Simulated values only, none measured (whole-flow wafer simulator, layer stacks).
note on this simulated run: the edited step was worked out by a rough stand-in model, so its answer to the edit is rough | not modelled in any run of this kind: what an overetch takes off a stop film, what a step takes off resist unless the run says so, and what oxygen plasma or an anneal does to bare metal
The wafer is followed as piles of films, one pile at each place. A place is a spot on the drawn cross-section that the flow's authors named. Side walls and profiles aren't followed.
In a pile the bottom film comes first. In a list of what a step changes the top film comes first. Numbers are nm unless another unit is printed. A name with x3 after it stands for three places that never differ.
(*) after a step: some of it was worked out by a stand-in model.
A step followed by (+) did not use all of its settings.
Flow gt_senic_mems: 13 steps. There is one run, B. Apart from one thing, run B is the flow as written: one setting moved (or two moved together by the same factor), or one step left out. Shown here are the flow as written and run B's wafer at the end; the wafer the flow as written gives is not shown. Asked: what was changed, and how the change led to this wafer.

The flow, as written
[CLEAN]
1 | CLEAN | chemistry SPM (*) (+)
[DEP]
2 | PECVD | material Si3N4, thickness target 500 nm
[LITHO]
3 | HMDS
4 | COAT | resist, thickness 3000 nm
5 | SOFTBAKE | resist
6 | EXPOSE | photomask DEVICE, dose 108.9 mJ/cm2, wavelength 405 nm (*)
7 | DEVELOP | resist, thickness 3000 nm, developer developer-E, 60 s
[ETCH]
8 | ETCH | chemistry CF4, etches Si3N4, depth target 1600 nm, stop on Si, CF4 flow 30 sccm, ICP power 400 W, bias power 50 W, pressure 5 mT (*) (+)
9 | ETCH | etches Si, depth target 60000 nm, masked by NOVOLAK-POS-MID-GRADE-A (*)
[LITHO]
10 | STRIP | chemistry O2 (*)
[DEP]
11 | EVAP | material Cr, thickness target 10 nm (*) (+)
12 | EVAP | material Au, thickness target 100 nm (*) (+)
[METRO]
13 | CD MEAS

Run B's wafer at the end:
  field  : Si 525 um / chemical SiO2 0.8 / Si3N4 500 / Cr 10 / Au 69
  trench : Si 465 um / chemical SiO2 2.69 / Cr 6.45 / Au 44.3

Cause: step 12, EVAP: thickness target 69 nm was run, while the flow as written has thickness target 100 nm.
One can read it off the wafer: field has Au 69, and step 12 as written asks for 100 nm.

Step by step, how the change led to this:
  12 | EVAP | material Au, thickness target 100 nm (*) (+)
      field: +69 Au (new film) (as written it would have been: +100 Au (new film))
      trench: +44.3 Au (new film) (as written it would have been: +64.1 Au (new film))
